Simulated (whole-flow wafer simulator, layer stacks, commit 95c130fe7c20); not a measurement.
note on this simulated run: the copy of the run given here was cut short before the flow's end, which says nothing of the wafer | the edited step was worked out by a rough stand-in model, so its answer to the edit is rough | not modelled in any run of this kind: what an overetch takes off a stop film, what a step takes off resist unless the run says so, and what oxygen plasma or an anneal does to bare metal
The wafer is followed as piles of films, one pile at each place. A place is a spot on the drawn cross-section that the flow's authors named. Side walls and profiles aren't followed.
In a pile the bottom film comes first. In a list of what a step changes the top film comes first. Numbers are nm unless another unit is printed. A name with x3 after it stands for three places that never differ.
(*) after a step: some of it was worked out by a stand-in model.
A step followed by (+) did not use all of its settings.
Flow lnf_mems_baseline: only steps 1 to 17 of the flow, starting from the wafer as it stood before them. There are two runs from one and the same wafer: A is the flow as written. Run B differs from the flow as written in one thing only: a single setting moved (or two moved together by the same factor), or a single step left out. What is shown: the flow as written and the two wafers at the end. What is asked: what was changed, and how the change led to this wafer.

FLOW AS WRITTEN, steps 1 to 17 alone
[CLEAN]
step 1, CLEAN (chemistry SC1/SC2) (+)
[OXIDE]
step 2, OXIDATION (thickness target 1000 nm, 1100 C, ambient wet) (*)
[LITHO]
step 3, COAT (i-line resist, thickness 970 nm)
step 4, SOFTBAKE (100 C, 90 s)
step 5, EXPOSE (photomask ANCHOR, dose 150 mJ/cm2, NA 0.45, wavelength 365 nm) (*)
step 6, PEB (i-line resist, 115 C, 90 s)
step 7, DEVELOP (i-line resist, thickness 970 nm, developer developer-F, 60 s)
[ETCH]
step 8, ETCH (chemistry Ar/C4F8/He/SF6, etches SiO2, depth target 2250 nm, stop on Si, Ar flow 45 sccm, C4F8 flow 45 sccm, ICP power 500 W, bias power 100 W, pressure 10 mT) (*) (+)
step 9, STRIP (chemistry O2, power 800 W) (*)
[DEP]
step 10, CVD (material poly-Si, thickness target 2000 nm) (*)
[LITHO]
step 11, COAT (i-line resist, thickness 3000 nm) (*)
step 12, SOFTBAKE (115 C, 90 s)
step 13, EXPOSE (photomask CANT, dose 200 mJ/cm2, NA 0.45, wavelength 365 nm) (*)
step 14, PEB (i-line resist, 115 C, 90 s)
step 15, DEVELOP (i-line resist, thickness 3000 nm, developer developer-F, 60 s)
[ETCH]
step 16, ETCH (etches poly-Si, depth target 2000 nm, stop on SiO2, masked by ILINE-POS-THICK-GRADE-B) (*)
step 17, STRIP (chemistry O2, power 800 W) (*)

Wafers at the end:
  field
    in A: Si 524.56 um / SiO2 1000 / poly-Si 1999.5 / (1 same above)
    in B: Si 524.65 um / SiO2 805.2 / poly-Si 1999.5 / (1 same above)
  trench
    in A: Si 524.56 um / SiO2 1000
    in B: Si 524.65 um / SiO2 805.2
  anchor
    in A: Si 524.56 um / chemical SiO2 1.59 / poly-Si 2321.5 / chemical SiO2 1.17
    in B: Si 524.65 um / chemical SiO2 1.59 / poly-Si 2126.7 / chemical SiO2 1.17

Cause: step 2, OXIDATION: 1045 C was run, whereas the flow has 1100 C.

How this came from the change, step by step:
  step 2, OXIDATION (thickness target 1000 nm, 1100 C, ambient wet) (*)
      field, anchor, beam, trench, char_slit: A SiO2 gains 1000 (new film), chemical SiO2 loses 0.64 (all of it), Si loses 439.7 | B SiO2 gains 805.2 (new film), chemical SiO2 loses 0.64 (all of it), Si loses 354
  step 8, ETCH (chemistry Ar/C4F8/He/SF6, etches SiO2, depth target 2250 nm, stop on Si, Ar flow 45 sccm, C4F8 flow 45 sccm, ICP power 500 W, bias power 100 W, pressure 10 mT) (*) (+)
      field, beam, trench, char_slit: A i-line resist loses 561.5 | B i-line resist loses 464.1
      anchor: A SiO2 loses 1000 (all of it) | B SiO2 loses 805.2 (all of it)
  step 9, STRIP (chemistry O2, power 800 W) (*)
      field, beam, trench, char_slit: A i-line resist loses 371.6 (all of it) | B i-line resist loses 469 (all of it)
  step 10, CVD (material poly-Si, thickness target 2000 nm) (*)
      anchor: A poly-Si gains 2322 (new film) | B poly-Si gains 2127.2 (new film)
